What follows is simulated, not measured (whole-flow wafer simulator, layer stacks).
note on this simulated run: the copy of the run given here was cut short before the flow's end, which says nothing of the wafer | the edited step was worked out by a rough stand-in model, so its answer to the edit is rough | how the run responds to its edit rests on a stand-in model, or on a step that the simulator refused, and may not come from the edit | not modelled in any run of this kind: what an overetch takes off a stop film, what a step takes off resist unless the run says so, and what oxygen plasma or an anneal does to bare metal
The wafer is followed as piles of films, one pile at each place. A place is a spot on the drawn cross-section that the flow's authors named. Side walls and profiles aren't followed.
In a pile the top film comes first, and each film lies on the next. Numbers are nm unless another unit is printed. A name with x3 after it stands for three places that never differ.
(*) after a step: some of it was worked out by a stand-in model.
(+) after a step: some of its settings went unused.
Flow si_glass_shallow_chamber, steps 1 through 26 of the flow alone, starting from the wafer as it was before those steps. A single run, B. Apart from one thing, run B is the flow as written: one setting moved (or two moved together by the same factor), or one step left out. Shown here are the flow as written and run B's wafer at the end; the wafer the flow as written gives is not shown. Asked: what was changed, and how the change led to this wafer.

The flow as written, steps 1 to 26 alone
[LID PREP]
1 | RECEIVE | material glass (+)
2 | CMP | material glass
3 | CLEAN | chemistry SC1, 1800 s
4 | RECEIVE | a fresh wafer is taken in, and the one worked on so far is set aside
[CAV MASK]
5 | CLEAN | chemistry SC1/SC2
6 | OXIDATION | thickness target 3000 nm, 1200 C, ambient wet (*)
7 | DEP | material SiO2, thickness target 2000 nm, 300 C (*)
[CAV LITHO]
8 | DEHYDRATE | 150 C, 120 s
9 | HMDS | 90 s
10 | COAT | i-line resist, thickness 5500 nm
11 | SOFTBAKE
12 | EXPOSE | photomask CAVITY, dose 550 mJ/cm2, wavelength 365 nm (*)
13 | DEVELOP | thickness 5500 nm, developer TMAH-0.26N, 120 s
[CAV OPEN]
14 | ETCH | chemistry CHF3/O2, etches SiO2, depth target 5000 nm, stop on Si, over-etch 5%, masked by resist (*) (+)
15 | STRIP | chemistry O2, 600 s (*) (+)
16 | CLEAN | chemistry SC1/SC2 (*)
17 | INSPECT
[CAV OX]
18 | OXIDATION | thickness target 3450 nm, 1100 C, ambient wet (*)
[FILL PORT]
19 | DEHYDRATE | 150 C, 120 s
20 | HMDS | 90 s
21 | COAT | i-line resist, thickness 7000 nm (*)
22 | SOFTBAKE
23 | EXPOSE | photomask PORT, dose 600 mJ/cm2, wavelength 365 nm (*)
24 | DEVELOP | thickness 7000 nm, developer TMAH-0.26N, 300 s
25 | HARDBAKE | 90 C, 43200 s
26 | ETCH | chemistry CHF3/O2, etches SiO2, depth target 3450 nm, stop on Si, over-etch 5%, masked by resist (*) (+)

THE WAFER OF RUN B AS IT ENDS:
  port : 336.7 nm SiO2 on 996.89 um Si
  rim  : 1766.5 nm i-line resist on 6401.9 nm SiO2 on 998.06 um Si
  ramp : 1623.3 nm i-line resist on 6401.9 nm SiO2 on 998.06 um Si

Cause: step 18, OXIDATION: 1155 C was run, while the flow as written has 1100 C.

How this came from the change, step by step:
  18 | OXIDATION | thickness target 3450 nm, 1100 C, ambient wet (*)
      rim, ramp, septum, ring: SiO2 gains 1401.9, Si loses 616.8 (in the flow as written it would be: SiO2 gains 1109.8, Si loses 488.3)
      cav, port: SiO2 gains 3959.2 (new film), chemical SiO2 loses 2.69 (all of it), Si loses 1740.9 (in the flow as written it would be: SiO2 gains 3450 (new film), chemical SiO2 loses 2.69 (all of it), Si loses 1516.8)
  22 | SOFTBAKE
      rim: i-line resist loses 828 (in the flow as written it would be: i-line resist loses 849)
      ramp: i-line resist loses 420 (in the flow as written it would be: i-line resist loses 434.5)
      (as well as at 1 more place)
  25 | HARDBAKE | 90 C, 43200 s
      rim: i-line resist loses 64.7 (in the flow as written it would be: i-line resist loses 62.5)
      ramp: i-line resist loses 59.5 (in the flow as written it would be: i-line resist loses 57.1)
  26 | ETCH | chemistry CHF3/O2, etches SiO2, depth target 3450 nm, stop on Si, over-etch 5%, masked by resist (*) (+)
      port: SiO2 loses 3622.5 (in the flow as written it would be: SiO2 loses 3450 (all of it), Si loses 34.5)
